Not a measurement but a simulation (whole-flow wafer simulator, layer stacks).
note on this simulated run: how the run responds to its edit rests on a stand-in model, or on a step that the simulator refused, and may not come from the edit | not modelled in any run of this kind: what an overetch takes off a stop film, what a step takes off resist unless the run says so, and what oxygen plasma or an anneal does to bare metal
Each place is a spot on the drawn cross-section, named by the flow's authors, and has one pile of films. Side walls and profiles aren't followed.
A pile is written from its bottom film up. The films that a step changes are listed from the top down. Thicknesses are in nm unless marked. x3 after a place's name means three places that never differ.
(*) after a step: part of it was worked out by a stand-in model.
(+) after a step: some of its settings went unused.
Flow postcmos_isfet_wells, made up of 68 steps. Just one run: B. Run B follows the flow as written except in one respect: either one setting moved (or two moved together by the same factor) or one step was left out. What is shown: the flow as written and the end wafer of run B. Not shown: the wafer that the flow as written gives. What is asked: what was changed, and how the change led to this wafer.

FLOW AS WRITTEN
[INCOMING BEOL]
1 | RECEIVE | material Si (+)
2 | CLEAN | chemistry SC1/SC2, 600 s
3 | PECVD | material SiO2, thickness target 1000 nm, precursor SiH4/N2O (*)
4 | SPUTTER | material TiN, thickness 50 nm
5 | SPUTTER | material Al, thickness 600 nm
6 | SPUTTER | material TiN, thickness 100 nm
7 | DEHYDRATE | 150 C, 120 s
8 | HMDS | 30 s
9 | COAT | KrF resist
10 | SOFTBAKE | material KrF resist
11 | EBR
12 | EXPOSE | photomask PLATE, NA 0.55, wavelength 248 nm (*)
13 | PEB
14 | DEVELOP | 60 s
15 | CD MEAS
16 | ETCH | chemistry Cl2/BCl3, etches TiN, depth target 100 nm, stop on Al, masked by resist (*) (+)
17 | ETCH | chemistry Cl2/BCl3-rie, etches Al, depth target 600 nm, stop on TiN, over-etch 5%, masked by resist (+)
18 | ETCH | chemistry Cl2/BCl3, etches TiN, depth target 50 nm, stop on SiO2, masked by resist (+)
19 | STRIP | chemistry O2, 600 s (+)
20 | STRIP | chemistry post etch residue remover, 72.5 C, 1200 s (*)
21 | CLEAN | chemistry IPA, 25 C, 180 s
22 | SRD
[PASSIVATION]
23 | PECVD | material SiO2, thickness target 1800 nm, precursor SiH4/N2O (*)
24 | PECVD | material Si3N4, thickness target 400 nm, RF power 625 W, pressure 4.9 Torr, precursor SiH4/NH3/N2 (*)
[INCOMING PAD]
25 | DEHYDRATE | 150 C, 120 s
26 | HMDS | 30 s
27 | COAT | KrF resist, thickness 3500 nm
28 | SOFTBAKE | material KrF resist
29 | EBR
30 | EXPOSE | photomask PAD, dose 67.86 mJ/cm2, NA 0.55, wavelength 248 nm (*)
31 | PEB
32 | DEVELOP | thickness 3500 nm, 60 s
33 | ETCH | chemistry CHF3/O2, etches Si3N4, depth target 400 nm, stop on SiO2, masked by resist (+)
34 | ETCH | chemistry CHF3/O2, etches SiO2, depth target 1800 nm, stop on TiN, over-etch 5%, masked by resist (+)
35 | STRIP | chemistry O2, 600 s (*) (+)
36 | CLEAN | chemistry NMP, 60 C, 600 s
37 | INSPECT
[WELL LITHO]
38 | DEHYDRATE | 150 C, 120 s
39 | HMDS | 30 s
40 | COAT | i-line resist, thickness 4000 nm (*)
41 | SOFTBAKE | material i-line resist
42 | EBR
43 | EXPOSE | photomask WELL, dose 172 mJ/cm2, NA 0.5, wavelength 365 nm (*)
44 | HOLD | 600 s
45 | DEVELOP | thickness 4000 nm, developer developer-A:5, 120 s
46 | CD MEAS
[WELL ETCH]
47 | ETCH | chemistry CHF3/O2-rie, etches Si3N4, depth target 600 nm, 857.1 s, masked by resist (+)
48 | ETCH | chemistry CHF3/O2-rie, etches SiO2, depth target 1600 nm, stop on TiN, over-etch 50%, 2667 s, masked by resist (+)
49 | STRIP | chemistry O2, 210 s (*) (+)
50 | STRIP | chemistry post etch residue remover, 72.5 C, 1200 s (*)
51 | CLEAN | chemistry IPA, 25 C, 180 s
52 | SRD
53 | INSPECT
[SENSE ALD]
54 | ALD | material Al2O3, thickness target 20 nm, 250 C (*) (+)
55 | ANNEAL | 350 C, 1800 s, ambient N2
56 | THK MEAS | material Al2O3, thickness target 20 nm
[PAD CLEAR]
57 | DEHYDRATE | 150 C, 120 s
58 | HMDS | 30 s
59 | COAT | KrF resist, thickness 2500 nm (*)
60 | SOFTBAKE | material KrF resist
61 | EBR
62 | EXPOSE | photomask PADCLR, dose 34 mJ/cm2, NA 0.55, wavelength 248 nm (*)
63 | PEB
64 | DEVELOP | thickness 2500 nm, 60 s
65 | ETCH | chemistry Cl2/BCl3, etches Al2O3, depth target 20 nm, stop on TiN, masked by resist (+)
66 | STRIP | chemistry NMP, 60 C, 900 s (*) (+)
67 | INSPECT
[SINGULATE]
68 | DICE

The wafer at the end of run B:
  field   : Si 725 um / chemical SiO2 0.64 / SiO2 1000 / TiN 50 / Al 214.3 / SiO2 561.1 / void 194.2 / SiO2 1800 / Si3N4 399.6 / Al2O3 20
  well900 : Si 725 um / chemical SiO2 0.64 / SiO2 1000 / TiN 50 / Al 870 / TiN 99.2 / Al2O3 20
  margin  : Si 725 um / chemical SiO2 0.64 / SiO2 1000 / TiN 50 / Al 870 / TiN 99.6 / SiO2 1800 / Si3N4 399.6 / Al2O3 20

Cause: step 5, SPUTTER: thickness 870 nm was run, while the flow as written has thickness 600 nm.
One can read it off the wafer: well900 has Al 870, and step 5 as written asks for 600 nm.

How this came from the change, step by step:
  5 | SPUTTER | material Al, thickness 600 nm
      field, margin, well900, well1300 x3, pad_rim, pad_clr, pad_open: +870 Al (new film) (in the flow as written it would be: +600 Al (new film))
  17 | ETCH | chemistry Cl2/BCl3-rie, etches Al, depth target 600 nm, stop on TiN, over-etch 5%, masked by resist (+)
      field: -600 Al (in the flow as written it would be: -600 Al (all of it))
  18 | ETCH | chemistry Cl2/BCl3, etches TiN, depth target 50 nm, stop on SiO2, masked by resist (+)
      field: -50 Al (in the flow as written it would be: -50 TiN (all of it))
  20 | STRIP | chemistry post etch residue remover, 72.5 C, 1200 s (*)
      field: -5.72 Al (in the flow as written it would be: nothing)
  23 | PECVD | material SiO2, thickness target 1800 nm, precursor SiH4/N2O (*)
      field: +1800 SiO2 (new film), +194.2 void (new film), +561.1 SiO2 (new film) (in the flow as written it would be: +1800 SiO2 (new film), +189.9 void (new film), +559.7 SiO2)
If metal films that touch count as one body, field has 1 body; the flow as written gives 0 bodies.
